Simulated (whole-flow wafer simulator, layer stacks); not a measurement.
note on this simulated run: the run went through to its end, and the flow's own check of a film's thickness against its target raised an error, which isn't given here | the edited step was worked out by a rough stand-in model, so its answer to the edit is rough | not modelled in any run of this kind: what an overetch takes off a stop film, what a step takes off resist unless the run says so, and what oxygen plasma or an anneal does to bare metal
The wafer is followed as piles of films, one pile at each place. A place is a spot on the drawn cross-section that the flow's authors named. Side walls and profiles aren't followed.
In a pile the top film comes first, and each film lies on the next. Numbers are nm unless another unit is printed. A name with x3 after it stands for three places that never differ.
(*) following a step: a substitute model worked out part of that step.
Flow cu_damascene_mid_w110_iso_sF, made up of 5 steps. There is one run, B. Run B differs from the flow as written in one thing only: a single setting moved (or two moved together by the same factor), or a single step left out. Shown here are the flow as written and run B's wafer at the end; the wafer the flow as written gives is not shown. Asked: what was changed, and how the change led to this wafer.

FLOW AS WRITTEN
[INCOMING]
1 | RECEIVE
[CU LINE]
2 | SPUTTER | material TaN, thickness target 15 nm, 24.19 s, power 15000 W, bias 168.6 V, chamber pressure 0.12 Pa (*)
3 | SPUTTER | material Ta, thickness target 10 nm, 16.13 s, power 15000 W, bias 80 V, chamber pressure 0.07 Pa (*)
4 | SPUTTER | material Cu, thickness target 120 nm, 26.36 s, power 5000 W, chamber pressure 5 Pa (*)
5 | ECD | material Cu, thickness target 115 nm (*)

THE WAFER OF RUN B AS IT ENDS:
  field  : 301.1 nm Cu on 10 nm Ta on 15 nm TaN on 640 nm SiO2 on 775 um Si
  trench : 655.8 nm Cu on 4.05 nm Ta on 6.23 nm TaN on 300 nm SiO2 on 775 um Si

What caused this: step 5, ECD: thickness target 181.1 nm was run, whereas the flow has thickness target 115 nm.

How this came from the change, step by step:
  5 | ECD | material Cu, thickness target 115 nm (*)
      field: Cu gains 181.1 (as written it would have been: Cu gains 115)
      trench: Cu gains 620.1 (as written it would have been: Cu gains 554)
